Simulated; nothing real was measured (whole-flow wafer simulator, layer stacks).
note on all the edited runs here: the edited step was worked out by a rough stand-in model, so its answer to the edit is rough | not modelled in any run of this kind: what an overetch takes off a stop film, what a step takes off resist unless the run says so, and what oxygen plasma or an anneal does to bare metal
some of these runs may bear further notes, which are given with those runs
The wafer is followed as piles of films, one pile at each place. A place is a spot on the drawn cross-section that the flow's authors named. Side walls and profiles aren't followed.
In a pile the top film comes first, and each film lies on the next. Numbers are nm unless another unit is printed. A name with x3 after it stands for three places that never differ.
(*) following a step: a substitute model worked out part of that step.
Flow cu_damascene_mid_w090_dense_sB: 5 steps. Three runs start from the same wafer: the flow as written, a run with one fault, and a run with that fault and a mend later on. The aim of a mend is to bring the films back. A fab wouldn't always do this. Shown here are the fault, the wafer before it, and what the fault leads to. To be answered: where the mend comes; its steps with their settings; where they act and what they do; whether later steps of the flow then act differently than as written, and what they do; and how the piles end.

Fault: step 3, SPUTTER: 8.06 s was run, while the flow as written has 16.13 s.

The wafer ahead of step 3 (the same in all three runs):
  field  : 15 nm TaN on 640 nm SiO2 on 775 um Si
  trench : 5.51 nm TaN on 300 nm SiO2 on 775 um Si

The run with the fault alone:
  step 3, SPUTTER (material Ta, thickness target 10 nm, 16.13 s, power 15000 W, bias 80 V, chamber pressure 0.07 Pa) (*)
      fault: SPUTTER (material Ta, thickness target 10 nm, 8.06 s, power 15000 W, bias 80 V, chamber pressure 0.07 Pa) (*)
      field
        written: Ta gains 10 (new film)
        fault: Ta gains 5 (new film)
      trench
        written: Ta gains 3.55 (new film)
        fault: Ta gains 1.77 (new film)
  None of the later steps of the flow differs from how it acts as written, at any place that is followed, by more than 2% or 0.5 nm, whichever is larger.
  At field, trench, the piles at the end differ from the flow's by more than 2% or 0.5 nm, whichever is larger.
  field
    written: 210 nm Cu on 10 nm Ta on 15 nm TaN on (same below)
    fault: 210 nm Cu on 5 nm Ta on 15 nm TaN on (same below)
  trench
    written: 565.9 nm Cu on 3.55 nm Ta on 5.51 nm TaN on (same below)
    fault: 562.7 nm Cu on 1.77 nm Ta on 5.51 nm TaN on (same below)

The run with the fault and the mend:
  The mend follows step 3.
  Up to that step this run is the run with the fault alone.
  step 3a, SPUTTER (material Ta, thickness target 10 nm, 8.07 s, power 15000 W, bias 80 V, chamber pressure 0.07 Pa) (*) (the flow's step 3, run once more with other settings)
      field
        Ta gains 5
      trench
        Ta gains 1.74
  None of the later steps of the flow acts differently than as written at any place that is followed.
  The piles end only slightly different from the flow's at the places that both follow, by no more than 2% or 0.5 nm, whichever is larger.
